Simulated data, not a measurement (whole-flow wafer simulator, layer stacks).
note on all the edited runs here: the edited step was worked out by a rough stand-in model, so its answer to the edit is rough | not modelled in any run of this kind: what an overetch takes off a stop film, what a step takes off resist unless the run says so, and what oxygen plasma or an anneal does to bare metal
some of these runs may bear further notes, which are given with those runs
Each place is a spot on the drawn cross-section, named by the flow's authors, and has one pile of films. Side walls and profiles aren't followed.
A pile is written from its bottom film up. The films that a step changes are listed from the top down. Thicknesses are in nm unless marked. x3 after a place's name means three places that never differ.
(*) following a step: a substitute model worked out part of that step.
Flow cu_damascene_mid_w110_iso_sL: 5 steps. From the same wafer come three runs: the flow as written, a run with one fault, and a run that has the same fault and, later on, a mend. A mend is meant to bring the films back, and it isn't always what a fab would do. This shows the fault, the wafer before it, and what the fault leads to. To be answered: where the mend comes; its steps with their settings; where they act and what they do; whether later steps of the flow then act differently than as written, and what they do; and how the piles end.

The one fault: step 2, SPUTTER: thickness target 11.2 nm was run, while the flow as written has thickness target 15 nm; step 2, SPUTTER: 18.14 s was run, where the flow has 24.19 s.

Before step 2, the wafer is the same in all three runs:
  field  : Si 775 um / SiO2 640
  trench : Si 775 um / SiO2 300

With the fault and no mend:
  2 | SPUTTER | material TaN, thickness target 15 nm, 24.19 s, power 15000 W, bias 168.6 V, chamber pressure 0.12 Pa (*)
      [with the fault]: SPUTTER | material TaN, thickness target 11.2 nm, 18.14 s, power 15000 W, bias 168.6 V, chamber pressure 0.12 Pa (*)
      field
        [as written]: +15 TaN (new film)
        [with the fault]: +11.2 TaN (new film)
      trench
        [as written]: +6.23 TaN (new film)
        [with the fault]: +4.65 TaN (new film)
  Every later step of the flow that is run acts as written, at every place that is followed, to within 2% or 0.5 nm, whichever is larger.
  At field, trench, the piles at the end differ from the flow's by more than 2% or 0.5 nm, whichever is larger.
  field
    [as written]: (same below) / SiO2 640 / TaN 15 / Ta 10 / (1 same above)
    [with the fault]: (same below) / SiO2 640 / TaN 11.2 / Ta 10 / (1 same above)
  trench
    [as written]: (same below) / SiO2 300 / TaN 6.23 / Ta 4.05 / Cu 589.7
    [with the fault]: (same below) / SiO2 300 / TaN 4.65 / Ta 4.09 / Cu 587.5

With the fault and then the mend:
  The mend follows step 2.
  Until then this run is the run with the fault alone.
  2a | SPUTTER | material TaN, thickness target 3.8 nm, 6.128 s, power 15000 W, bias 168.6 V, chamber pressure 0.12 Pa (*) (a further turn of the flow's step 2, with different settings)
      field
        +3.8 TaN
      trench
        +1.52 TaN
  Every later step of the flow that is run acts as written at every place that is followed.
  When the end is reached, the piles differ only a little from the flow's at the places that both follow, at most by 2% or 0.5 nm, whichever is larger.
